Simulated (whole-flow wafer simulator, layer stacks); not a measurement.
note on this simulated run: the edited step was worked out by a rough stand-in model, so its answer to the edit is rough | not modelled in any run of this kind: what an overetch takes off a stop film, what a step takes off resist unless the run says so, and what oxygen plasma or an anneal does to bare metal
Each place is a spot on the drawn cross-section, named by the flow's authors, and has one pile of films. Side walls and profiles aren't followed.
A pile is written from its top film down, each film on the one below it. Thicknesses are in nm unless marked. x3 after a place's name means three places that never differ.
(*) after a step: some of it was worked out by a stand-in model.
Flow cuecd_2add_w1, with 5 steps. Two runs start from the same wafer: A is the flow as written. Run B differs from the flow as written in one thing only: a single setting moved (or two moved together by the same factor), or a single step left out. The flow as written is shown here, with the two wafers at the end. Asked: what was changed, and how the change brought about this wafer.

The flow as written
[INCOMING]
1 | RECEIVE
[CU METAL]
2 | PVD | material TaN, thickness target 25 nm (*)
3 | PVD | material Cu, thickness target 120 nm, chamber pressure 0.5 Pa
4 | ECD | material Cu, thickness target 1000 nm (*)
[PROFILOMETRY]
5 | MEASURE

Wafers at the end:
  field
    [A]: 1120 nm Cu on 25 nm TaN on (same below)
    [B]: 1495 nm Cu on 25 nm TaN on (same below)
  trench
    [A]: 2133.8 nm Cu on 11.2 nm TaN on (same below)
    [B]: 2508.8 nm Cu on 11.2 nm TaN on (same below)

What caused this: step 4, ECD: thickness target 1375 nm was run, whereas the flow has thickness target 1000 nm.

How this came from the change, step by step:
  4 | ECD | material Cu, thickness target 1000 nm (*)
      field: A Cu gains 1000 | B Cu gains 1375
      trench: A Cu gains 2080.2 | B Cu gains 2455.2
